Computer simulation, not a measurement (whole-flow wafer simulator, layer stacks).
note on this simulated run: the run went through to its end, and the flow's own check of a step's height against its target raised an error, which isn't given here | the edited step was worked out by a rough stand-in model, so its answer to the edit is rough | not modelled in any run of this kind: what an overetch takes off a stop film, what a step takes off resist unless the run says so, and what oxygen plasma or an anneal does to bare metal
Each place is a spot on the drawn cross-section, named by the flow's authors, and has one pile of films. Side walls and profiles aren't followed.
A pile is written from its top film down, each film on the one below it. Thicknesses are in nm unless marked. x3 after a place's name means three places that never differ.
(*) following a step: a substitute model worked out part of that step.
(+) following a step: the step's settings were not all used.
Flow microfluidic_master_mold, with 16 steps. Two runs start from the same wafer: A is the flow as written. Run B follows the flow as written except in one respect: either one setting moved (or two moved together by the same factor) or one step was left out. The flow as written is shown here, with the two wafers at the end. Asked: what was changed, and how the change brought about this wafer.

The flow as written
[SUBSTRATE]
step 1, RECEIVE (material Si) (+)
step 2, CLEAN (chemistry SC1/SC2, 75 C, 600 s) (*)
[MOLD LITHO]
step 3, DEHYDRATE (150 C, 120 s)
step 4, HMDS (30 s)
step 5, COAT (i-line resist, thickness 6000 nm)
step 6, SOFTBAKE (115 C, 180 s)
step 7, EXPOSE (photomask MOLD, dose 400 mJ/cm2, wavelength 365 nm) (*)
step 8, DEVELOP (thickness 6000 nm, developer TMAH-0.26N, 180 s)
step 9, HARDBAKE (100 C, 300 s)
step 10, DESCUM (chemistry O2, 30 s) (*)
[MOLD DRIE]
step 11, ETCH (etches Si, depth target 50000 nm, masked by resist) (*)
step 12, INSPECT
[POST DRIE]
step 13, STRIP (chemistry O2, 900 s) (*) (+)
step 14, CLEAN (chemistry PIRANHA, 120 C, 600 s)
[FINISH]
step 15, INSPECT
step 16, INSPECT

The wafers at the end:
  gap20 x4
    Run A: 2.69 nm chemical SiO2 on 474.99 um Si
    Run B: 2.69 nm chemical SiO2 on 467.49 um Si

Cause: step 11, ETCH: depth target 57500 nm was run, though the flow has depth target 50000 nm.

The path from the change to this, step by step:
  step 11, ETCH (etches Si, depth target 50000 nm, masked by resist) (*)
      gap20 x4: A -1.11 chemical SiO2 (all of it), -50 um Si | B -1.11 chemical SiO2 (all of it), -57.5 um Si
      ridge: A -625 i-line resist | B -718.8 i-line resist
